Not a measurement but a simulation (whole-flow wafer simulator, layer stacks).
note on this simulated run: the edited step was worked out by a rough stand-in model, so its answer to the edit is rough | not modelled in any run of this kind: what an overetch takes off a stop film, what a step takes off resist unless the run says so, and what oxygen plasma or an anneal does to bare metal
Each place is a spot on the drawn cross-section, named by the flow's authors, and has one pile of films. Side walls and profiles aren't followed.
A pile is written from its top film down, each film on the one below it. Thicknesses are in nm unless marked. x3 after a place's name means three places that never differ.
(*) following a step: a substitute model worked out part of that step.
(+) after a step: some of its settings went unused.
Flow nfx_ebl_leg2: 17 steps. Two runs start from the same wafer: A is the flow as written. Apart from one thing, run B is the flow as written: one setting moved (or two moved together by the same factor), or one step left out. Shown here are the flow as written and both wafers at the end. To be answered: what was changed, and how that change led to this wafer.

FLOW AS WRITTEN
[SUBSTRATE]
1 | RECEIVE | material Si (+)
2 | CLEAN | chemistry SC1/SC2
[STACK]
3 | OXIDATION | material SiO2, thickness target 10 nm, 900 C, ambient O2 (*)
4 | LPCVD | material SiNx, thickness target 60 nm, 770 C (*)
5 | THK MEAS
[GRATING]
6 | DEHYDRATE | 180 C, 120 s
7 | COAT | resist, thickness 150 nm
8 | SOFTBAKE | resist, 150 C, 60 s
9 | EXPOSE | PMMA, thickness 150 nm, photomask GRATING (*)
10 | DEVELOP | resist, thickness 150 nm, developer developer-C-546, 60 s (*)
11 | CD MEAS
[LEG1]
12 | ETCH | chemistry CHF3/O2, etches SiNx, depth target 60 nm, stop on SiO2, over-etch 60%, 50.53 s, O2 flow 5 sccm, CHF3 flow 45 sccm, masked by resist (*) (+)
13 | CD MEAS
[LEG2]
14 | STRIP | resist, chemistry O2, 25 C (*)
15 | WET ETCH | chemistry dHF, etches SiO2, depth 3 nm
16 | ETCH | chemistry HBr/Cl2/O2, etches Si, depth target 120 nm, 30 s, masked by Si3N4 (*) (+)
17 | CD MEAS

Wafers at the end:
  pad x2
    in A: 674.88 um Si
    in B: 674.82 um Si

The reason: step 16, ETCH: depth target 171 nm was run, though the flow has depth target 120 nm.

How this came from the change, step by step:
  16 | ETCH | chemistry HBr/Cl2/O2, etches Si, depth target 120 nm, 30 s, masked by Si3N4 (*) (+)
      pad x2: A -120 Si | B -171 Si
